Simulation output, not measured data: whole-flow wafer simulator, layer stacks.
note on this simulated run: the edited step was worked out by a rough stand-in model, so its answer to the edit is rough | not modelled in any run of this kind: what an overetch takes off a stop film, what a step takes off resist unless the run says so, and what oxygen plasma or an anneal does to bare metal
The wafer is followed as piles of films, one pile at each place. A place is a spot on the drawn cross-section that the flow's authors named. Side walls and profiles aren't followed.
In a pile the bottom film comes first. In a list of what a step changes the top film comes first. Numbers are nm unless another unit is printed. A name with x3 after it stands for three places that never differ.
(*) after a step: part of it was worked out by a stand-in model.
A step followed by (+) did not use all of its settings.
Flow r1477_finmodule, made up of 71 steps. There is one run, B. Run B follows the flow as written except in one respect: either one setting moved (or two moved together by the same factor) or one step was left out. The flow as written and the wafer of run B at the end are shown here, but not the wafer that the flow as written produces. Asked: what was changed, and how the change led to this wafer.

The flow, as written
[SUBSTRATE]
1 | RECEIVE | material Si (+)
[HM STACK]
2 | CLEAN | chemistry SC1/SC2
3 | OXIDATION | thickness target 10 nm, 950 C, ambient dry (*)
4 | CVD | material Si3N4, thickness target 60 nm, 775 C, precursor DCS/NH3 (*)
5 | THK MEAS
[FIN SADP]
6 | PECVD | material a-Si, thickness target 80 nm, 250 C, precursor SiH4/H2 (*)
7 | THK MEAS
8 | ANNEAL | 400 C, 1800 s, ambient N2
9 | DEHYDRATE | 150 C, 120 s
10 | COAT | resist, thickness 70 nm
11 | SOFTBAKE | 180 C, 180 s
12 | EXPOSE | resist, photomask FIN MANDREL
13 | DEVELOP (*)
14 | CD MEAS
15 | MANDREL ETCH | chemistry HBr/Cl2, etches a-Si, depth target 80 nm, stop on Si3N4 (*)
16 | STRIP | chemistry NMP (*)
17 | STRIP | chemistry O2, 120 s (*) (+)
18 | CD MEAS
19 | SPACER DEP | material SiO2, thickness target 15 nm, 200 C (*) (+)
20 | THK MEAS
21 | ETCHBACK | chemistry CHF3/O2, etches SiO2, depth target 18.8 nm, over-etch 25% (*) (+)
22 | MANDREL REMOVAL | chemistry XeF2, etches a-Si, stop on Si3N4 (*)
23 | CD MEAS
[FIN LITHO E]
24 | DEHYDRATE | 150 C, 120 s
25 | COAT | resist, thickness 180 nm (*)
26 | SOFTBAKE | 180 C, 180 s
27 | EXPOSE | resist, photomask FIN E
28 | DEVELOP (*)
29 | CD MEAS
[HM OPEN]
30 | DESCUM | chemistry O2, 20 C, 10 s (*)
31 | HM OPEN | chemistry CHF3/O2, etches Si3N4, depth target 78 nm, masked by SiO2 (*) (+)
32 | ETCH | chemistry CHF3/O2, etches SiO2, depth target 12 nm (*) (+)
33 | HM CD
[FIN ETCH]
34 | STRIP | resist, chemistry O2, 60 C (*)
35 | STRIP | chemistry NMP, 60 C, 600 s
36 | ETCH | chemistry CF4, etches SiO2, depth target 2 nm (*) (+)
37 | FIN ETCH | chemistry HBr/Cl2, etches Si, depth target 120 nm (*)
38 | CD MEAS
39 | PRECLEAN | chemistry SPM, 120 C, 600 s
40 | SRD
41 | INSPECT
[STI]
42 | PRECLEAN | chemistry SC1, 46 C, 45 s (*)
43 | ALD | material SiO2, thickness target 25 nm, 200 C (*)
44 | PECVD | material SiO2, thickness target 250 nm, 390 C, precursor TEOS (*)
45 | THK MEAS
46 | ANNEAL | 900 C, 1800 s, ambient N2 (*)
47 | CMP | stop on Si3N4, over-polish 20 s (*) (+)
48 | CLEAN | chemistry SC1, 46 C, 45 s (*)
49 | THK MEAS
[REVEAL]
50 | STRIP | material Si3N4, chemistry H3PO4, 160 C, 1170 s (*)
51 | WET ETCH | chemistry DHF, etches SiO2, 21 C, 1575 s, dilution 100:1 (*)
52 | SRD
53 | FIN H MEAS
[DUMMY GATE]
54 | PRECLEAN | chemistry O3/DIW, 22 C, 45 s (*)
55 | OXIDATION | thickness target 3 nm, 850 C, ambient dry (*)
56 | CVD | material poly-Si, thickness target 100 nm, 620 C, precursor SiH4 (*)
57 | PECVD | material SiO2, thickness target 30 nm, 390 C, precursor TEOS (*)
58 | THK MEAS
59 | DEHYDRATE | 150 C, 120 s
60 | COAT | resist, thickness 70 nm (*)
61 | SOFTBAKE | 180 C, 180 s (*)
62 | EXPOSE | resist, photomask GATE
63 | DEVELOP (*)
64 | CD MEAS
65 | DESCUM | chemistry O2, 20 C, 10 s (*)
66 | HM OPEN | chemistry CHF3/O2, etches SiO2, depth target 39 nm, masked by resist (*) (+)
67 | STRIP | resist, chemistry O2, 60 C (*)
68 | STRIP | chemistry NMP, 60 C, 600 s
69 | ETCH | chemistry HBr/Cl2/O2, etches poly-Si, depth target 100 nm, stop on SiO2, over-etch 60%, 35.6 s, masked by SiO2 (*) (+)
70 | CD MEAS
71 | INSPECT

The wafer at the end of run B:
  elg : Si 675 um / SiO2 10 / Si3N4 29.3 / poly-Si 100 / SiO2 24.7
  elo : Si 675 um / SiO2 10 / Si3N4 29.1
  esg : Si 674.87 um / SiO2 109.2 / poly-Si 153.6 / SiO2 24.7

The reason: step 21, ETCHBACK: depth target 21.6 nm was run, while the flow as written has depth target 18.8 nm.

The path from the change to this, step by step:
  21 | ETCHBACK | chemistry CHF3/O2, etches SiO2, depth target 18.8 nm, over-etch 25% (*) (+)
      pad, padg, elg and 21 more: -15 SiO2 (all of it), -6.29 Si3N4 (in the flow as written it would be: -15 SiO2 (all of it), -3.62 Si3N4)
      s40cg, s45cg, s50cg, s40co, s45co, s50co: -15.4 SiO2 (all of it), -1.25 a-Si (in the flow as written it would be: -15.4 SiO2 (all of it), -0.69 a-Si)
      (as well as at 6 more places)
  31 | HM OPEN | chemistry CHF3/O2, etches Si3N4, depth target 78 nm, masked by SiO2 (*) (+)
      pad, padg, esg and 13 more: -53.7 Si3N4 (all of it), -10 SiO2 (all of it) (in the flow as written it would be: -56.4 Si3N4 (all of it), -10 SiO2 (all of it))
  51 | WET ETCH | chemistry DHF, etches SiO2, 21 C, 1575 s, dilution 100:1 (*)
      elg, e40lg, e100lg, e200lg, elo, e40lo, e100lo, e200lo: -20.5 SiO2 (all of it), -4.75 Si3N4 (in the flow as written it would be: -17.8 SiO2 (all of it), -4.97 Si3N4)
  67 | STRIP | resist, chemistry O2, 60 C (*)
      e40sg: -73 resist (all of it) (in the flow as written it would be: -75.4 resist (all of it))
      e100sg: -73 resist (all of it) (in the flow as written it would be: -75.3 resist (all of it))
      (as well as at 1 more place)
